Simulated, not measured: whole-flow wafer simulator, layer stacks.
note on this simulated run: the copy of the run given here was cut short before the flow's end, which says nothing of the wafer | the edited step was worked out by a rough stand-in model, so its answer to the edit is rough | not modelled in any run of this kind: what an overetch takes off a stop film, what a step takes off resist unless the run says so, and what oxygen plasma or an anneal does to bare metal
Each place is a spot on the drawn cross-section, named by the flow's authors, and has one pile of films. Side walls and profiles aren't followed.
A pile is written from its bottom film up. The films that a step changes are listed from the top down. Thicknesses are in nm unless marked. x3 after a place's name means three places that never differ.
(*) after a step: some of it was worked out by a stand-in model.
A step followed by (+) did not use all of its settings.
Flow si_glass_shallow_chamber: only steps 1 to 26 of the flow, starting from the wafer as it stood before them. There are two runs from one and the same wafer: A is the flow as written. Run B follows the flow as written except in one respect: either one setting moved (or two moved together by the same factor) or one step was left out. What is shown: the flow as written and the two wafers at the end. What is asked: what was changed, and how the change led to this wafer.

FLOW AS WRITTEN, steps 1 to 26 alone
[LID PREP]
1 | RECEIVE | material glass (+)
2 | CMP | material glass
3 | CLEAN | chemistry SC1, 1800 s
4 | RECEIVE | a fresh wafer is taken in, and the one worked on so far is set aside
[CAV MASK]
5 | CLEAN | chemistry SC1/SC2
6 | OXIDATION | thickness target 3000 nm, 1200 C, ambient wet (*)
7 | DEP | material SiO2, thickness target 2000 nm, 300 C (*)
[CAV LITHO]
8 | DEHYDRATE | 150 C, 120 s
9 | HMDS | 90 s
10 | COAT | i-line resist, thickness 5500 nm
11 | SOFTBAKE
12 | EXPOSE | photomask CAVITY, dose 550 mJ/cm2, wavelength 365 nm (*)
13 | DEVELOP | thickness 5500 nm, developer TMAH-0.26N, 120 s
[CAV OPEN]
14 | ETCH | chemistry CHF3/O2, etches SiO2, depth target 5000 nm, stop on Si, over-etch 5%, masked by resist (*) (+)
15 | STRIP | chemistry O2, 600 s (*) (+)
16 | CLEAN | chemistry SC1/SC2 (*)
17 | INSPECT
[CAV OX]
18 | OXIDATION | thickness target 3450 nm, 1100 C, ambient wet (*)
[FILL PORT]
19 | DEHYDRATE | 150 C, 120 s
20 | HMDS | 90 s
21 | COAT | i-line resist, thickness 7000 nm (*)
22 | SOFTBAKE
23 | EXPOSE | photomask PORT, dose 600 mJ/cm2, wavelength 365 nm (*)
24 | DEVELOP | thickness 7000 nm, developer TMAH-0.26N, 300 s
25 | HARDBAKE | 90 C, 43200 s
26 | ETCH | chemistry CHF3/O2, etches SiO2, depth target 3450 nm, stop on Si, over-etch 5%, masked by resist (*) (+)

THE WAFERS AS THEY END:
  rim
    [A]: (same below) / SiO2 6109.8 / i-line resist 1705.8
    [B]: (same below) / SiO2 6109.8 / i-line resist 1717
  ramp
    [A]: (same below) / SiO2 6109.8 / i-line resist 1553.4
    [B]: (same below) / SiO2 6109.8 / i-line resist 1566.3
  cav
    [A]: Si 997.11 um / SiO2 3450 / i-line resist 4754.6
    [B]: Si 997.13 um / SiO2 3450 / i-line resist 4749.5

The reason: step 14, ETCH: over-etch 2.75% was run, though the flow has over-etch 5%.

Step by step, how the change led to this:
  14 | ETCH | chemistry CHF3/O2, etches SiO2, depth target 5000 nm, stop on Si, over-etch 5%, masked by resist (*) (+)
      rim, ramp, septum, ring: A -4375 i-line resist | B -4281.2 i-line resist
      cav, port: A -5000 SiO2 (all of it), -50 Si | B -5000 SiO2 (all of it), -27.5 Si
  15 | STRIP | chemistry O2, 600 s (*) (+)
      rim, ramp, septum, ring: A -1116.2 i-line resist (all of it) | B -1209.9 i-line resist (all of it)
